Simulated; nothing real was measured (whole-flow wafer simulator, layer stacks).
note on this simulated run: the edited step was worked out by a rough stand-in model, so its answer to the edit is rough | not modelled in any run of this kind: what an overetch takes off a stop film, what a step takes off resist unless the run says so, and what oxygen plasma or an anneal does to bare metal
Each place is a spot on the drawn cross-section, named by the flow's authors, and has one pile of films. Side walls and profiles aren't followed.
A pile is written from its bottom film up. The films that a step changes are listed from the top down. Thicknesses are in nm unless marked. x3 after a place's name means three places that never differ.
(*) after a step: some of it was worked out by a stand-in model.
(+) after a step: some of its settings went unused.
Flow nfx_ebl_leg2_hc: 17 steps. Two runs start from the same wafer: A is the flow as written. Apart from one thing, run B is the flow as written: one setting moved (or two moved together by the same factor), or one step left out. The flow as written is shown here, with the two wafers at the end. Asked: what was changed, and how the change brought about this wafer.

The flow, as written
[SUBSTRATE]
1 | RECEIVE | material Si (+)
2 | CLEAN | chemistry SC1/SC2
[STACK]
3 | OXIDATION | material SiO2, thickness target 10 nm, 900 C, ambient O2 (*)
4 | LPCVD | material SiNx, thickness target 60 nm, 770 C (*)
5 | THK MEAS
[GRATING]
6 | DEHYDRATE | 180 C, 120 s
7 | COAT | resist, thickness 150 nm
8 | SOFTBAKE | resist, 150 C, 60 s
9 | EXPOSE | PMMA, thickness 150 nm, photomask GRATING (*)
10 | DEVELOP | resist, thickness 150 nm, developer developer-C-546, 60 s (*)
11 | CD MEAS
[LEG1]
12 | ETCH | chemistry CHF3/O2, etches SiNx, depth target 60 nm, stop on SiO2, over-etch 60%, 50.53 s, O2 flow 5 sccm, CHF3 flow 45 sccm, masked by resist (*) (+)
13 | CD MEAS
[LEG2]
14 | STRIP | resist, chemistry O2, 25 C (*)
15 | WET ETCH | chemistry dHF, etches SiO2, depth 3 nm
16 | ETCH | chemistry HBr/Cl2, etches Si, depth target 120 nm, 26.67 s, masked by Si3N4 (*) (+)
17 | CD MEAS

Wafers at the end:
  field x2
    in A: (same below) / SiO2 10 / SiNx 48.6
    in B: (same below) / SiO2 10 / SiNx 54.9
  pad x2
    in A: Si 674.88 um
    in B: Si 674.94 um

What caused this: step 16, ETCH: depth target 54 nm was run, though the flow has depth target 120 nm; step 16, ETCH: 12 s was run, where the flow has 26.67 s.

How this came from the change, step by step:
  16 | ETCH | chemistry HBr/Cl2, etches Si, depth target 120 nm, 26.67 s, masked by Si3N4 (*) (+)
      field x2: A SiNx loses 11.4 | B SiNx loses 5.14
      pad x2: A Si loses 120 | B Si loses 54
